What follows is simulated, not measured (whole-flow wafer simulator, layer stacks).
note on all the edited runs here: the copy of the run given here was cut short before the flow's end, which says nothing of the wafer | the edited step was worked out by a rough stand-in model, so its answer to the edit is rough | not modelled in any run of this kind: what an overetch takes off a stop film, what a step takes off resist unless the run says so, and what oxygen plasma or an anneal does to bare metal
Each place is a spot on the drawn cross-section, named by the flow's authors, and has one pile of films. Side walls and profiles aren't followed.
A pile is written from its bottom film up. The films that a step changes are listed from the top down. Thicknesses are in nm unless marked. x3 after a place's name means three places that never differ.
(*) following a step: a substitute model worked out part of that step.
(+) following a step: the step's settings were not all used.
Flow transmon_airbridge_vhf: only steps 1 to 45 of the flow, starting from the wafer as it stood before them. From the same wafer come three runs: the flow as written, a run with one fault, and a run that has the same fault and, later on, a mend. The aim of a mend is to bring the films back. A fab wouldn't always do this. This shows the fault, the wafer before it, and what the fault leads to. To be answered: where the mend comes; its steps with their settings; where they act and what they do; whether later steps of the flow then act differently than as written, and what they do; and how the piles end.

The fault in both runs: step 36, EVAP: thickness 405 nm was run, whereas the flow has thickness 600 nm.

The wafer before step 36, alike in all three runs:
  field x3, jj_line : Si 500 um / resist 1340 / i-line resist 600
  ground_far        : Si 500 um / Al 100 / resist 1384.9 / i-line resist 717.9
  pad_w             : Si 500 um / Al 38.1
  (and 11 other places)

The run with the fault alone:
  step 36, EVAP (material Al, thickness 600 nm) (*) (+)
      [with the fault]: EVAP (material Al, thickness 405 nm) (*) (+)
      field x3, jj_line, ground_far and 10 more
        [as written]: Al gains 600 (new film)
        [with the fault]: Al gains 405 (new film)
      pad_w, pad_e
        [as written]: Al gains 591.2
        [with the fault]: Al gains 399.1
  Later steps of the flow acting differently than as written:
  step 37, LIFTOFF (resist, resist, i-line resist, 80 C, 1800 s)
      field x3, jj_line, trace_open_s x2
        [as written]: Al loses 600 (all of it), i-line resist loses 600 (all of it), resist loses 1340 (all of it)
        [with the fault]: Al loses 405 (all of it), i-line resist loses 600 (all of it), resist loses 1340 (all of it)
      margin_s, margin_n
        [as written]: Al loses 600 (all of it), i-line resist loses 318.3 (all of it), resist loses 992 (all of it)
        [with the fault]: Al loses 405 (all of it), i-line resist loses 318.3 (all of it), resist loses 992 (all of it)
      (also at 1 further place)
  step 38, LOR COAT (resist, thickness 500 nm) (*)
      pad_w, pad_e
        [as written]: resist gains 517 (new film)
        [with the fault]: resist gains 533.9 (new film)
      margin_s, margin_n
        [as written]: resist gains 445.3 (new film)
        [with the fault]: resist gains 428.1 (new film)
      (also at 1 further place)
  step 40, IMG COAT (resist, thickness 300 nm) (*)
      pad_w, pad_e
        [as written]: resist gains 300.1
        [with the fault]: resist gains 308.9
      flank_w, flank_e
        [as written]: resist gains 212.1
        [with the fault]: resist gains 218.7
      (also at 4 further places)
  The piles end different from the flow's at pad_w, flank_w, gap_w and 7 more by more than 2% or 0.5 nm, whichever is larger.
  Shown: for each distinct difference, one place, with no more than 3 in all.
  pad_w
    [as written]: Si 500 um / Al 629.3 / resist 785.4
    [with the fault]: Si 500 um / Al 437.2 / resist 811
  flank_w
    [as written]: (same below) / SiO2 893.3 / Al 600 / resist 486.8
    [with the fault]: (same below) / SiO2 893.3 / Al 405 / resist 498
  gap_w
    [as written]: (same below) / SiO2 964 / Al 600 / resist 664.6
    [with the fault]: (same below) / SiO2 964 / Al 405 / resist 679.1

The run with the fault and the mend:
  The mend stands after step 36.
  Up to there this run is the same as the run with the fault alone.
  step 36a, EVAP (material Al, thickness 195 nm) (*) (+) (a further turn of the flow's step 36, with different settings)
      field x3, jj_line, ground_far and 10 more
        Al gains 195
      pad_w, pad_e
        Al gains 192.1
  None of the later steps of the flow differs from how it acts as written, at any place that is followed, by more than 2% or 0.5 nm, whichever is larger.
  At the end the piles are close to the flow's at the places that both follow, differing by at most 2% or 0.5 nm, whichever is larger.
